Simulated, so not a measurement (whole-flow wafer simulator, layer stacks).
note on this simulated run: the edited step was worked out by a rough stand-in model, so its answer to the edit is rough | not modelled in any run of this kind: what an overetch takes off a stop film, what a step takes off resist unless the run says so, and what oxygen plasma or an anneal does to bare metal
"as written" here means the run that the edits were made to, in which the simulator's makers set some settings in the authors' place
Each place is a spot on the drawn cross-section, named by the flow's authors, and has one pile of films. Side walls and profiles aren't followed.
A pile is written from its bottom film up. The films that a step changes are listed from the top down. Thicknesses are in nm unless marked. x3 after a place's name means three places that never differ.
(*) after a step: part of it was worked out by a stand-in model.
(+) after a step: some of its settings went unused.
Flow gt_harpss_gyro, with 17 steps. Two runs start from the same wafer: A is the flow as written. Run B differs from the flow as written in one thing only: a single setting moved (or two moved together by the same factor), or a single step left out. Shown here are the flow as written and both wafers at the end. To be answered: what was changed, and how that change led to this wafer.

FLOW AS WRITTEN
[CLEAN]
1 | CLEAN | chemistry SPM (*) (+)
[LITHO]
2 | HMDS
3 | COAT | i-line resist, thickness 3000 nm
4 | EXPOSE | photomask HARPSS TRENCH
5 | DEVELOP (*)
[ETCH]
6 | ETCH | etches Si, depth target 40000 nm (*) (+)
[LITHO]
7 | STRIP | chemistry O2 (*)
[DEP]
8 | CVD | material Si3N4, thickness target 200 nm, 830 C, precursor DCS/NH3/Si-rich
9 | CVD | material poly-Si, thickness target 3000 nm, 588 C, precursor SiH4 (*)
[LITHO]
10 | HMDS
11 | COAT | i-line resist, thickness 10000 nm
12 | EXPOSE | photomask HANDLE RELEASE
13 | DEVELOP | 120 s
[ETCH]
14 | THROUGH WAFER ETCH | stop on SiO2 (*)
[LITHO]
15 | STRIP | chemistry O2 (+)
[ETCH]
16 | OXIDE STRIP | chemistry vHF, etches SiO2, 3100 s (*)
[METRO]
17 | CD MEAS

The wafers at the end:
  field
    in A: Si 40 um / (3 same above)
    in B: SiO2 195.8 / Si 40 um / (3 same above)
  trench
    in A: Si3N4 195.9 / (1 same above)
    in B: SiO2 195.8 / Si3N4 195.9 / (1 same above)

What caused this: step 16, OXIDE STRIP: 2325 s was run, though the flow has 3100 s.

Step by step, how the change led to this:
  16 | OXIDE STRIP | chemistry vHF, etches SiO2, 3100 s (*)
      field: A under 4 films: SiO2 loses 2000 (all of it) | B under 4 films: SiO2 loses 1804.2
      trench: A under 2 films: SiO2 loses 2000 (all of it) | B under 2 films: SiO2 loses 1804.2
